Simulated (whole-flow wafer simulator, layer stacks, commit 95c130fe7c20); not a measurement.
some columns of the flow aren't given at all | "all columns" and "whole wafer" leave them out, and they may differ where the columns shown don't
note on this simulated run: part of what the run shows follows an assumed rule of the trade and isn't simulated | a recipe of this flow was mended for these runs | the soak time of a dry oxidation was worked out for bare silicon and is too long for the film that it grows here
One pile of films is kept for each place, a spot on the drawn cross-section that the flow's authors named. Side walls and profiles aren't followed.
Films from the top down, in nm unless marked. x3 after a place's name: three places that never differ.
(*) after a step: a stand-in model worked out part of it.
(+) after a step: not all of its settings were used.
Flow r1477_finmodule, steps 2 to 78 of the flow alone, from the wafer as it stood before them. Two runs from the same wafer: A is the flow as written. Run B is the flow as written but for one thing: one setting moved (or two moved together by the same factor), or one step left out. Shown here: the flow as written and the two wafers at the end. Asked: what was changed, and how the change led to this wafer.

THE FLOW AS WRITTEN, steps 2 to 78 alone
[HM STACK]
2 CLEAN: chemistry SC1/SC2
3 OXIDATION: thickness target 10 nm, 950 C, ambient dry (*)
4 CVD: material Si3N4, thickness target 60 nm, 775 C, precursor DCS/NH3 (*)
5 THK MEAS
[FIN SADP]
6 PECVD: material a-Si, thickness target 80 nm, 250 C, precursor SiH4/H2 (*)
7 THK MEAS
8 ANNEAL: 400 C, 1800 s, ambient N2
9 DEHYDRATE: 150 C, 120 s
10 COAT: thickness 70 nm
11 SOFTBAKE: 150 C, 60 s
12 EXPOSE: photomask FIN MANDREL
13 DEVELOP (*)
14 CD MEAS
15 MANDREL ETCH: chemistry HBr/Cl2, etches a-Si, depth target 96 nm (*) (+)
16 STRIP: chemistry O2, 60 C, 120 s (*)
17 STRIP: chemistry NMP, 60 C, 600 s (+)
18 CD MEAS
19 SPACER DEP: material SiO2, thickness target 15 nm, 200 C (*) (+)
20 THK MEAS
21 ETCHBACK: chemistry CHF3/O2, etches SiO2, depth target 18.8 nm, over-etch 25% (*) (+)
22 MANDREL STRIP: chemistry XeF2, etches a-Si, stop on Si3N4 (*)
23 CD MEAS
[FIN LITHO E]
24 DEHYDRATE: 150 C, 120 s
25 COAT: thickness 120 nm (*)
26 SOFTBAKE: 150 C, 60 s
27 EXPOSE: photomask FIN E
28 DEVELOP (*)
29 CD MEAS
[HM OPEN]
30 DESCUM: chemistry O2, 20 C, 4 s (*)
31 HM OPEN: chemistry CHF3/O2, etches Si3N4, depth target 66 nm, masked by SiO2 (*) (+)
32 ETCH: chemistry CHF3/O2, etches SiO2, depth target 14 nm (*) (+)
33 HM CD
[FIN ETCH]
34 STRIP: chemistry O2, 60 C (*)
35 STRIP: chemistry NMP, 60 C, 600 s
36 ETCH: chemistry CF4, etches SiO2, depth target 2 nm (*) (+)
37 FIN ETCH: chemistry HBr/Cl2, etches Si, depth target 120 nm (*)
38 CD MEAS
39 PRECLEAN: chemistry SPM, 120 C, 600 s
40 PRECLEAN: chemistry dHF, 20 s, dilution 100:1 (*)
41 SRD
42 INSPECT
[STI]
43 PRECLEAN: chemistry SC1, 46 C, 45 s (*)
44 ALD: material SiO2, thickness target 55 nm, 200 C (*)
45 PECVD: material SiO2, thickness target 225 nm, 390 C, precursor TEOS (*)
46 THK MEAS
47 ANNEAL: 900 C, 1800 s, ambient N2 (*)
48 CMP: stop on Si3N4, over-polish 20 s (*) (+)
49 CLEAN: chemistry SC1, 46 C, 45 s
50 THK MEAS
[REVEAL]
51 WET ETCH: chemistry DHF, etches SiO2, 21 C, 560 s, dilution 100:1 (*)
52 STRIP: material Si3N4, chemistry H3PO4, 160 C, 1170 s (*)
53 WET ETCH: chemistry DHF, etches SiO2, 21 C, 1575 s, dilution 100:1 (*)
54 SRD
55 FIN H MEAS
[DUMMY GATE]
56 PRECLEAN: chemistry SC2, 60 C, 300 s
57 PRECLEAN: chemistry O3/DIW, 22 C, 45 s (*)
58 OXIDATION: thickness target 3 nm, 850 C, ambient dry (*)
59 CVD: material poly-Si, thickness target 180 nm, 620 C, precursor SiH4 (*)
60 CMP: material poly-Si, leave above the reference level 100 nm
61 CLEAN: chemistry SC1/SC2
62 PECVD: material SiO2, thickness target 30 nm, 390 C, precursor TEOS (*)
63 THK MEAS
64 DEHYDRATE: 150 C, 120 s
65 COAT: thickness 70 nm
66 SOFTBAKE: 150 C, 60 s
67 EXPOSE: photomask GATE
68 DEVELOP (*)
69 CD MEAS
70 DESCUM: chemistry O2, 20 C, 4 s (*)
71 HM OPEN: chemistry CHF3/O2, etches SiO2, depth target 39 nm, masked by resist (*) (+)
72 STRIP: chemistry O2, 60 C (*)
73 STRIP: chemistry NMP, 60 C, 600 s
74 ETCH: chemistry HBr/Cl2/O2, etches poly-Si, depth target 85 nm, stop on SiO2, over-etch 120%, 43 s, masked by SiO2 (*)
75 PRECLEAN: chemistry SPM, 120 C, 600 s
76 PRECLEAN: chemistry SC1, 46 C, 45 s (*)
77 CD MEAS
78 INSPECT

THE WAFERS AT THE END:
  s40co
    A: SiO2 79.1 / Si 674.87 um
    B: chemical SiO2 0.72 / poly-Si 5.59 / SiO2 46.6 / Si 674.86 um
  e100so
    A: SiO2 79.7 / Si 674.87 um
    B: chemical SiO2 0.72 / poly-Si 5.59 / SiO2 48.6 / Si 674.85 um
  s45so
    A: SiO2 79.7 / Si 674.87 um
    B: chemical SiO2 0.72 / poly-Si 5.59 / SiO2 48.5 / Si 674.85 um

The cause: step 4, CVD: 688 C was run, where the flow has 775 C.

How the change led to this, step by step:
  4 CVD: material Si3N4, thickness target 60 nm, 775 C, precursor DCS/NH3 (*)
      pad, padg, elg and 33 more: A Si3N4 +60 (new film) | B Si3N4 +10.9 (new film)
  31 HM OPEN: chemistry CHF3/O2, etches Si3N4, depth target 66 nm, masked by SiO2 (*) (+)
      pad, padg, esg and 13 more: A Si3N4 -54.1 (all of it), SiO2 -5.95 | B Si3N4 -4.95 (all of it), SiO2 -10 (all of it), Si -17
      s40cg, s45cg, s50cg, s40co, s45co, s50co: A Si3N4 -60 (all of it), SiO2 -3 | B Si3N4 -10.9 (all of it), SiO2 -10 (all of it), Si -15
  32 ETCH: chemistry CHF3/O2, etches SiO2, depth target 14 nm (*) (+)
      e100sg, s40sg, e100so, s40so: A SiO2 -4.05 (all of it), Si -1.99 | B Si -2.59
      pad, padg: A SiO2 -4.05 (all of it), Si -1.99 | B Si -2.8
      (and at 16 more places)
  37 FIN ETCH: chemistry HBr/Cl2, etches Si, depth target 120 nm (*)
      elg, e40lg, e100lg, e200lg, elo, e40lo, e100lo, e200lo: A Si3N4 -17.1 | B Si3N4 -2.45 (all of it), SiO2 -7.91
  40 PRECLEAN: chemistry dHF, 20 s, dilution 100:1 (*)
      elg, e40lg, e100lg, e200lg, elo, e40lo, e100lo, e200lo: A Si3N4 -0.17 | B SiO2 -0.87
  44 ALD: material SiO2, thickness target 55 nm, 200 C (*)
      elg, e40lg, e100lg, e200lg, elo, e40lo, e100lo, e200lo: A SiO2 +55 (new film) | B SiO2 +55
      s40sg, s45sg, s50sg, s40so, s45so, s50so: A SiO2 +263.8 (new film) | B SiO2 +232.2 (new film)
      (and at 14 more places)
  48 CMP: stop on Si3N4, over-polish 20 s (*) (+)
      elg, e40lg, e100lg, e200lg, elo, e40lo, e100lo, e200lo: A SiO2 -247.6 | B SiO2 -253.6
      esg, e40sg, e100sg, e200sg, eso, e40so, e100so, e200so: A SiO2 -247.6 | B SiO2 -253.7
      (and at 2 more places)
  51 WET ETCH: chemistry DHF, etches SiO2, 21 C, 560 s, dilution 100:1 (*)
      elg, e40lg, e100lg, e200lg, elo, e40lo, e100lo, e200lo: A SiO2 -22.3 (all of it), Si3N4 -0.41 | B SiO2 -17.4 (all of it)
  52 STRIP: material Si3N4, chemistry H3PO4, 160 C, 1170 s (*)
      elg, e40lg, e100lg, e200lg, elo, e40lo, e100lo, e200lo: A Si3N4 -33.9 (all of it), SiO2 -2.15 | B chemical SiO2 +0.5 (new film), Si -0.22
      s40sg_line, s45sg_line, s50sg_line, s40so_line, s45so_line, s50so_line: A Si3N4 -55.1 (all of it), SiO2 -1.49 | B Si3N4 -5.92 (all of it), SiO2 -3.02
  53 WET ETCH: chemistry DHF, etches SiO2, 21 C, 1575 s, dilution 100:1 (*)
      elg, e40lg, e100lg, e200lg, elo, e40lo, e100lo, e200lo: A SiO2 -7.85 (all of it) | B chemical SiO2 -0.5 (all of it)
      s40sg_line, s45sg_line, s50sg_line, s40so_line, s45so_line, s50so_line: A SiO2 -8.51 (all of it) | B SiO2 -6.98 (all of it)
  59 CVD: material poly-Si, thickness target 180 nm, 620 C, precursor SiH4 (*)
      s40cg, s40sg, s45cg and 9 more: A poly-Si +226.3 (new film) | B poly-Si +275.4 (new film)
      esg, e40sg, e100sg, eso, e40so, e100so: A poly-Si +226.3 (new film) | B poly-Si +275.2 (new film)
      (and at 2 more places)
  60 CMP: material poly-Si, leave above the reference level 100 nm
      pad, padg: A poly-Si -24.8 | B nothing
      e200sg, e200so: A poly-Si -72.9 | B poly-Si -79.8
  74 ETCH: chemistry HBr/Cl2/O2, etches poly-Si, depth target 85 nm, stop on SiO2, over-etch 120%, 43 s, masked by SiO2 (*)
      eso, e40so, e100so and 7 more: A chemical SiO2 -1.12 (all of it), poly-Si -143.9 (all of it), SiO2 -0.22 | B chemical SiO2 -1.12 (all of it), poly-Si -187
      pad: A chemical SiO2 -1.12 (all of it), poly-Si -152.8 (all of it), SiO2 -0.17 | B chemical SiO2 -1.12 (all of it), poly-Si -177.6 (all of it)
  75 PRECLEAN: chemistry SPM, 120 C, 600 s
      eso, e40so, e100so and 7 more: A nothing | B chemical SiO2 +0.8 (new film), poly-Si -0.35
